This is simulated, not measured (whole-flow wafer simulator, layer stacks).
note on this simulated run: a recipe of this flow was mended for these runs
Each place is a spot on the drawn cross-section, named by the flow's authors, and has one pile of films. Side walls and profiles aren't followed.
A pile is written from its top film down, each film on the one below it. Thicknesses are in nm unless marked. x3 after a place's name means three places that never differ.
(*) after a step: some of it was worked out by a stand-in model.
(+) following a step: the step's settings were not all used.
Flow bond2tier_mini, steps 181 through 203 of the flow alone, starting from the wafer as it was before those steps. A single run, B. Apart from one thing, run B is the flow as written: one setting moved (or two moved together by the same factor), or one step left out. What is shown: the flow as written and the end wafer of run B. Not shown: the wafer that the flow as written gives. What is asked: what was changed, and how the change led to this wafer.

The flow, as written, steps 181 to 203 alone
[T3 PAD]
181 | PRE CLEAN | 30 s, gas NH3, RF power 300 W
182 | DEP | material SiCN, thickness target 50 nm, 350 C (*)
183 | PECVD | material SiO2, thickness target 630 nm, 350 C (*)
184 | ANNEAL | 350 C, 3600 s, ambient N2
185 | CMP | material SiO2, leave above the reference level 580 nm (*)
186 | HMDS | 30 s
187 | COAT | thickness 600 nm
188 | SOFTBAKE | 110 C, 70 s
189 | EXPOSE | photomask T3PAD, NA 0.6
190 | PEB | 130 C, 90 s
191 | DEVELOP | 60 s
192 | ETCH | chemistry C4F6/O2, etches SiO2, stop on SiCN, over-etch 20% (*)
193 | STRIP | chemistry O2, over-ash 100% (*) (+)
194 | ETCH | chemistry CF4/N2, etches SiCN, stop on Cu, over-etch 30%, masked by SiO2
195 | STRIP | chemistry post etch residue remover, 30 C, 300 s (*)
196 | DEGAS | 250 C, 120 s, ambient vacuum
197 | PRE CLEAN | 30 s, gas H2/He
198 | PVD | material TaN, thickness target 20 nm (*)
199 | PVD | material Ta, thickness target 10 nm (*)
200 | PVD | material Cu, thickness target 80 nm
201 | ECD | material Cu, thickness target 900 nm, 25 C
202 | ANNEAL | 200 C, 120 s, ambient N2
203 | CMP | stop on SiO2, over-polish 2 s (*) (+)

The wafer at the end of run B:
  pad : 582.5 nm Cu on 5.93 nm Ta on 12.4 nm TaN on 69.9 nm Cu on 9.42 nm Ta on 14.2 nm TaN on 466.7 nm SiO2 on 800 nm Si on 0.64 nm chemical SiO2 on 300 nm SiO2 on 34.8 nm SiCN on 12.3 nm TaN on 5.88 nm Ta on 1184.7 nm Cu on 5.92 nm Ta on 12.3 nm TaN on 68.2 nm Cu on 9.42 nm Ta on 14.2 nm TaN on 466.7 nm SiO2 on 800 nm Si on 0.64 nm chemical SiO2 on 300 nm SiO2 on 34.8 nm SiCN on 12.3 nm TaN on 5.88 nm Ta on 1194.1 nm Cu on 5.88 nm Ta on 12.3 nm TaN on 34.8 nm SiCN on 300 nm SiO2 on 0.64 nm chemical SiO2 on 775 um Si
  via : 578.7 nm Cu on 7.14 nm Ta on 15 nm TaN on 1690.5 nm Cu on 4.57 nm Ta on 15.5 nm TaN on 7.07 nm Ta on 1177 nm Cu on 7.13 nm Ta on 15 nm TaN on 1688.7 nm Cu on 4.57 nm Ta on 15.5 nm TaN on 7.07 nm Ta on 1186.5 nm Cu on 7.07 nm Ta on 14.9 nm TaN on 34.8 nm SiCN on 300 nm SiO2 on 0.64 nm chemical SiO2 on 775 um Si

Cause: step 195, STRIP: chemistry post etch residue remover, 30 C, 300 s (*), was not run.

The path from the change to this, step by step:
  (no step that both runs have acts differently by more than 2% or 0.5 nm, whichever is larger)
